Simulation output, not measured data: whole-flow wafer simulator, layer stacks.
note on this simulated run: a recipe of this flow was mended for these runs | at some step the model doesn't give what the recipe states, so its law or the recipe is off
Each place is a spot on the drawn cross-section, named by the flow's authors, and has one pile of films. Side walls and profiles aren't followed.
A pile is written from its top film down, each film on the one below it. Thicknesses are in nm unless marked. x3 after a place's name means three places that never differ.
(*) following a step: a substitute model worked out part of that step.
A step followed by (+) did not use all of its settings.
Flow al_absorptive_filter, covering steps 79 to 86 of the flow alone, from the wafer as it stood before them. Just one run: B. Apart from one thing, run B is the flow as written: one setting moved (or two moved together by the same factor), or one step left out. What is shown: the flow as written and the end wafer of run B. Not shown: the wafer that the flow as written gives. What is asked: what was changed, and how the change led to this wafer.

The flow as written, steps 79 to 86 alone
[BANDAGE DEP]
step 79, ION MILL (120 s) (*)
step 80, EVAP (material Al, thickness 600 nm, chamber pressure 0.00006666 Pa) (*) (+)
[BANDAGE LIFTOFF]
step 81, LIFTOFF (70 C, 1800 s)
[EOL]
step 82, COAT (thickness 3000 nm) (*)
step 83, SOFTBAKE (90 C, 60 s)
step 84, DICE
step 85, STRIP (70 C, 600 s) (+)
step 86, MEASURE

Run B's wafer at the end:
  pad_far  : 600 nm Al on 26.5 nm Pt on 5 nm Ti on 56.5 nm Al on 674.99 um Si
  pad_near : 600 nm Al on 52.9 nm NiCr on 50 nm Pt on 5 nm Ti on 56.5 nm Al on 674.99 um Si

Cause: step 79, ION MILL: 192 s was run, whereas the flow has 120 s.

How this came from the change, step by step:
  step 79, ION MILL (120 s) (*)
      gnd, ledge, res and 9 more: -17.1 i-line-resist (as written it would have been: -10.7 i-line-resist)
      pad_far: -23.5 Pt (as written it would have been: -14.7 Pt)
      (also at 1 further place)
